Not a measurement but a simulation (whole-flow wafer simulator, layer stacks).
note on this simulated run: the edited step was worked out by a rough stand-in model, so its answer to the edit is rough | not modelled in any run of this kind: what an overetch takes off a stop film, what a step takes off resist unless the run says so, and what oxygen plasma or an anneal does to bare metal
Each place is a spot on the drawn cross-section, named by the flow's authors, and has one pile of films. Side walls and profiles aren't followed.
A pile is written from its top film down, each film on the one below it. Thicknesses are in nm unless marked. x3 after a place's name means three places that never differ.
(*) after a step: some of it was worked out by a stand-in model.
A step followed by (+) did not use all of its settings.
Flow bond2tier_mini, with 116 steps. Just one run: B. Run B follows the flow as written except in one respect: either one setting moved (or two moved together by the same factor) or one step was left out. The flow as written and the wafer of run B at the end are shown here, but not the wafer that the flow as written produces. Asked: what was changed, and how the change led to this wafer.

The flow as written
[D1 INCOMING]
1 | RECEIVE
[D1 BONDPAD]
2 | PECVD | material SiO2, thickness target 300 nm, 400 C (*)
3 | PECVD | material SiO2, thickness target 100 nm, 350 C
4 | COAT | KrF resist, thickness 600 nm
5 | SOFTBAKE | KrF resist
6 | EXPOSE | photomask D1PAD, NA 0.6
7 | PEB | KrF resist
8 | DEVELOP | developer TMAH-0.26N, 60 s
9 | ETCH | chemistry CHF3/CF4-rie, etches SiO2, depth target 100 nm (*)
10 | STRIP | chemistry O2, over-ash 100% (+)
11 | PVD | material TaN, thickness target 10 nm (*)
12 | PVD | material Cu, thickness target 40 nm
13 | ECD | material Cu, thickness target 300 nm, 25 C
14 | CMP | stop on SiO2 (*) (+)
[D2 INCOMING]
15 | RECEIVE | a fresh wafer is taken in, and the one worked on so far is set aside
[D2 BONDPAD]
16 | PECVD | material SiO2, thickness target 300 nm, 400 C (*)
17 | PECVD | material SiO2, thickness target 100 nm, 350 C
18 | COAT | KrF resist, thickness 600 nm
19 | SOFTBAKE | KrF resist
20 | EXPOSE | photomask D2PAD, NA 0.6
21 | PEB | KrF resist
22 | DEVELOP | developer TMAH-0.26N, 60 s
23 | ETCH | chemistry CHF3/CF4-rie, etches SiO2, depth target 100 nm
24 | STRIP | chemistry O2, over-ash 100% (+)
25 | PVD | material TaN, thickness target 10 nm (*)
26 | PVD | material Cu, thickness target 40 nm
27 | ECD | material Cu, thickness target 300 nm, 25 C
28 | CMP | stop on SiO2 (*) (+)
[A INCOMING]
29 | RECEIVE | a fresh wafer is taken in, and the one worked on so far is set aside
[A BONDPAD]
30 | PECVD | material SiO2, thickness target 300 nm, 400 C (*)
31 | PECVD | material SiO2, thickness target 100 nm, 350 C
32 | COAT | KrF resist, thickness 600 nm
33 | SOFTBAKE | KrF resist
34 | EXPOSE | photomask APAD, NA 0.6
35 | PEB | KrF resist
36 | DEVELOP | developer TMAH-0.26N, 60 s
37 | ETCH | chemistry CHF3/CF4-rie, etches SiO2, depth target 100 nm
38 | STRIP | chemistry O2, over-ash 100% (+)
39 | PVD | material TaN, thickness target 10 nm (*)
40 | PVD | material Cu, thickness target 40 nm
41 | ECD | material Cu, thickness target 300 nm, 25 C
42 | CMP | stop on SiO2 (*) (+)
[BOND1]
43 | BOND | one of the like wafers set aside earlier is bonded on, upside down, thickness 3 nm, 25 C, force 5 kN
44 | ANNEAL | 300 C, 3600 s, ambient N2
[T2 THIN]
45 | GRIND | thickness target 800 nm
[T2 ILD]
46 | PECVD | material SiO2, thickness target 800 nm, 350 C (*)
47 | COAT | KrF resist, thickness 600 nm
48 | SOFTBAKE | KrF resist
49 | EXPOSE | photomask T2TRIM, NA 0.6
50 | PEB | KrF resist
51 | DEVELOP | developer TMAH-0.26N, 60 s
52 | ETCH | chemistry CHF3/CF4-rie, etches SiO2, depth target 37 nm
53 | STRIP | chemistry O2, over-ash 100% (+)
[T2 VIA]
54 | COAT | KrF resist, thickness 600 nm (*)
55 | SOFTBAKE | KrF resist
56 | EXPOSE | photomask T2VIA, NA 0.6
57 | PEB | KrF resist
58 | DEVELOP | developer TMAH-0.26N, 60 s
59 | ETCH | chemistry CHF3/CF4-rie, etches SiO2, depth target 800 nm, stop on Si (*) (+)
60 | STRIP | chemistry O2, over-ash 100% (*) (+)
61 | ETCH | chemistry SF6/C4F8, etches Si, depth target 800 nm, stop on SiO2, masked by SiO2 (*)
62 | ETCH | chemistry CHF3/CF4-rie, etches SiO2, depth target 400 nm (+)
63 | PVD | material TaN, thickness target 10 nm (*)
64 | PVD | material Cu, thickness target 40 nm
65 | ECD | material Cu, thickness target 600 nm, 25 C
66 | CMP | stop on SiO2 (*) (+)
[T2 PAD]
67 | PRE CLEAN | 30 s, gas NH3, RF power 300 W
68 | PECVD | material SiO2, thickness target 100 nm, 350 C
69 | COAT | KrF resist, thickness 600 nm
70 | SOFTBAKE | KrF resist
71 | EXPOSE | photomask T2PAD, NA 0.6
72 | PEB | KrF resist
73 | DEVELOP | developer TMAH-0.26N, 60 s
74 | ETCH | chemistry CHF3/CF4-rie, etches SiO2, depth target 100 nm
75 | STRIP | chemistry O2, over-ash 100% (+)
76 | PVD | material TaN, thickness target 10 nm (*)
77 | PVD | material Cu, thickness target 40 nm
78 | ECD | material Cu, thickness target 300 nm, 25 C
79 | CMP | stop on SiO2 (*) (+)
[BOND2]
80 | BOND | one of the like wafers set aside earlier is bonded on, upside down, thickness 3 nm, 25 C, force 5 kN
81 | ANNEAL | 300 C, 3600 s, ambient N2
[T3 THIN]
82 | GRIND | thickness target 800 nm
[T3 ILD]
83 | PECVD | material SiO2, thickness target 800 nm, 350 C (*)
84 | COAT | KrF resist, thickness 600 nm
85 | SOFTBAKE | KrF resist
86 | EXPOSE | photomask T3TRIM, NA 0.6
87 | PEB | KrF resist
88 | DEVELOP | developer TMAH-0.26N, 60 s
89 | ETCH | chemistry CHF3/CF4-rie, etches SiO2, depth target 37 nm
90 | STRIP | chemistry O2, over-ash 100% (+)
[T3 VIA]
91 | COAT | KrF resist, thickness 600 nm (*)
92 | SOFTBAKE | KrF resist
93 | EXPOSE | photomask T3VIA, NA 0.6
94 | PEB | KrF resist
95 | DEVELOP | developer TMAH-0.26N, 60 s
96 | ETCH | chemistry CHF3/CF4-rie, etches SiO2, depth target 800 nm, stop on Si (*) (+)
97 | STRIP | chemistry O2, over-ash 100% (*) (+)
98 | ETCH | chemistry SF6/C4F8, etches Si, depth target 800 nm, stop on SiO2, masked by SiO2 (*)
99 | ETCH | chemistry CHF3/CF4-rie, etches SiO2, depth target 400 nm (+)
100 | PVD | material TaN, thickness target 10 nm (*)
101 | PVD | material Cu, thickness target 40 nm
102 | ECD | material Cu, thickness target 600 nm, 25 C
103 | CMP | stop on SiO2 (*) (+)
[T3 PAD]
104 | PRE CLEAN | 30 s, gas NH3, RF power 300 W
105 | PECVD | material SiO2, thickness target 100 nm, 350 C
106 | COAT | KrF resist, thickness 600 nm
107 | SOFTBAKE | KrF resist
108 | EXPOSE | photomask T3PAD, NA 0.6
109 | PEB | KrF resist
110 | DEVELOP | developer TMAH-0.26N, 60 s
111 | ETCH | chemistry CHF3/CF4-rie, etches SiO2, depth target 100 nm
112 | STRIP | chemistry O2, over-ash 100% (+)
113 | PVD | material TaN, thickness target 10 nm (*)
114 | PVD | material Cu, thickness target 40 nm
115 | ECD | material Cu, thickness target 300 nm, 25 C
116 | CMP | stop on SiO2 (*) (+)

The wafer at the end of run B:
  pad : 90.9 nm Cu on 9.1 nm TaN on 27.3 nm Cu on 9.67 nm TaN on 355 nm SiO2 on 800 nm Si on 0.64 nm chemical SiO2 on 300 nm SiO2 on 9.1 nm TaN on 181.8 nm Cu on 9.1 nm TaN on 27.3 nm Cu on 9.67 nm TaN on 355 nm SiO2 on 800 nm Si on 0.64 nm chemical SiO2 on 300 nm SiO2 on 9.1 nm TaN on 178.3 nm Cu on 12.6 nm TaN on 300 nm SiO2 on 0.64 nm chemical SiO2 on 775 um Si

What caused this: step 39, PVD: thickness target 13.8 nm was run, though the flow has thickness target 10 nm.

Step by step, how the change led to this:
  39 | PVD | material TaN, thickness target 10 nm (*)
      field: +13.8 TaN (new film) (in the flow as written it would be: +10 TaN (new film))
      pad: +12.6 TaN (new film) (in the flow as written it would be: +9.1 TaN (new film))
      (and at 1 other place as well)
  42 | CMP | stop on SiO2 (*) (+)
      field: -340 Cu (all of it), -13.8 TaN (all of it) (in the flow as written it would be: -340 Cu (all of it), -10 TaN (all of it))
